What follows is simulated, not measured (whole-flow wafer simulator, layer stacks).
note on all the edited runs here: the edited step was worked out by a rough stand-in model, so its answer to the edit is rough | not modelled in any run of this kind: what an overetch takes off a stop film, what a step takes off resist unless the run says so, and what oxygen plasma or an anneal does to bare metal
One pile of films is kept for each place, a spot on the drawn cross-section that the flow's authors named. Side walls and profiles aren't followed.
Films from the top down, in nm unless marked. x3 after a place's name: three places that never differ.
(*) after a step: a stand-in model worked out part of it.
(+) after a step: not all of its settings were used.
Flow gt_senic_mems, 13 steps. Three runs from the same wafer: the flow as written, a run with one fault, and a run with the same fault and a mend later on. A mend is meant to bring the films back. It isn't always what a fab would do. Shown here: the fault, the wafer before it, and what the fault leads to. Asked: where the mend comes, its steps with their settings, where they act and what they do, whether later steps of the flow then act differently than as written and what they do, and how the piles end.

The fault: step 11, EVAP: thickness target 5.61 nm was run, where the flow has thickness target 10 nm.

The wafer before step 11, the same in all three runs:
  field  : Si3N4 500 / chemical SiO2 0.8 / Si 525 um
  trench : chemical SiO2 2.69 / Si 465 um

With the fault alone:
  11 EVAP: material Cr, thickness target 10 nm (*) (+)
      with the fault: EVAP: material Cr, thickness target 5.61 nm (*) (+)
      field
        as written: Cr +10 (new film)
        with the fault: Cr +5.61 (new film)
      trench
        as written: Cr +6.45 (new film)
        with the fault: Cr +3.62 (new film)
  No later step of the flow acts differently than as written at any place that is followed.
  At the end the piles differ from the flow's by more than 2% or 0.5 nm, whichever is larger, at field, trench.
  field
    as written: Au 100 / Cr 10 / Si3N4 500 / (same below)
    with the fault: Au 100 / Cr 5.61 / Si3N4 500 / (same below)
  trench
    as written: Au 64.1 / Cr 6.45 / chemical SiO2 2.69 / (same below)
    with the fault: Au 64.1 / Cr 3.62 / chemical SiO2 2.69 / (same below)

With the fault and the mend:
  The mend comes after step 11.
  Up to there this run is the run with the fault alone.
  11a EVAP: material Cr, thickness target 4.39 nm (*) (+) (the flow's step 11 once more, with other settings)
      field
        Cr +4.39
      trench
        Cr +2.84
  No later step of the flow acts differently than as written at any place that is followed.
  At the end the piles differ from the flow's only slightly at the places that both follow, by at most 2% or 0.5 nm, whichever is larger.
